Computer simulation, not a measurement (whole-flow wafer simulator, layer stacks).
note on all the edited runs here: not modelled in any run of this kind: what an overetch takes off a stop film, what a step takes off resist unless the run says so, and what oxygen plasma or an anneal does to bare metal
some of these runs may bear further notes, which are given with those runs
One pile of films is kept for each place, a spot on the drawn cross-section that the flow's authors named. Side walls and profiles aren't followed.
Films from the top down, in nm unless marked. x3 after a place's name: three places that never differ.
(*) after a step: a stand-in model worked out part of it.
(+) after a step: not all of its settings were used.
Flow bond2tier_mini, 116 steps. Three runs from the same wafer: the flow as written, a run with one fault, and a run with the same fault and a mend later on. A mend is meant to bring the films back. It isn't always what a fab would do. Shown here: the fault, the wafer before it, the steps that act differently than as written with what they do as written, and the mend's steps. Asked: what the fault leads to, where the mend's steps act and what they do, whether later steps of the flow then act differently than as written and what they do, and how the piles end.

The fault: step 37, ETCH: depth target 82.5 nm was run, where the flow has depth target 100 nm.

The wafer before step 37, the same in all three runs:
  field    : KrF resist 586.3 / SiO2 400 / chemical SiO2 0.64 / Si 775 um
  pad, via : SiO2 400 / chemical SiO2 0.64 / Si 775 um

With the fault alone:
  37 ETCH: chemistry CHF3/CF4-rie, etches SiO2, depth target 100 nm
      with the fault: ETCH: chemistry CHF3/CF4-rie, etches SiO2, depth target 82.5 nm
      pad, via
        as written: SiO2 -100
        with the fault: SiO2 -82.5
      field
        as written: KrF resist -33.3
        with the fault: KrF resist -27.5
  Later steps of the flow that act differently than as written (3 more steps differ only slightly, by at most 2% or 0.5 nm, whichever is larger, and aren't shown):
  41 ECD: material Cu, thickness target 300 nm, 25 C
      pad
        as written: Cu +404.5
        with the fault: Cu +386.2
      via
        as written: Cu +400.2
        with the fault: Cu +382.6
  At the end the piles differ from the flow's by more than 2% or 0.5 nm, whichever is larger, at pad.
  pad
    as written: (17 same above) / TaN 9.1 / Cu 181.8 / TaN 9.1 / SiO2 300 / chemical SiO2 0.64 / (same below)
    with the fault: (17 same above) / TaN 9.1 / Cu 164.1 / TaN 9.26 / SiO2 317.5 / chemical SiO2 0.64 / (same below)

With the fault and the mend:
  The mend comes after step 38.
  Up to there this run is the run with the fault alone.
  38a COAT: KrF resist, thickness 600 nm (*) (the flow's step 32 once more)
      field
        KrF resist +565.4 (new film)
      pad
        KrF resist +636.2 (new film)
      via
        KrF resist +631.5 (new film)
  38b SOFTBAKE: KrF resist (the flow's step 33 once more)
      changes no film at any place that is followed
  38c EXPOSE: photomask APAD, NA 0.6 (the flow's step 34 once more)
      changes no film at any place that is followed
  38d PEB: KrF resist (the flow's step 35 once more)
      changes no film at any place that is followed
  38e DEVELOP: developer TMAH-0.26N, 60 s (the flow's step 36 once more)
      field
        KrF resist -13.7
      pad
        KrF resist -636.2 (all of it)
      via
        KrF resist -631.5 (all of it)
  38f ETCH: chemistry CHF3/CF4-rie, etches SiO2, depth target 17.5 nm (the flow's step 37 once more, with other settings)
      pad, via
        SiO2 -17.5
      field
        KrF resist -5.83
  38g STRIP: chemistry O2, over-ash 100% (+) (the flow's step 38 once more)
      field
        KrF resist -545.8 (all of it)
  No later step of the flow acts differently than as written at any place that is followed.
  At the end the piles are the same as the flow's at every place that both follow.
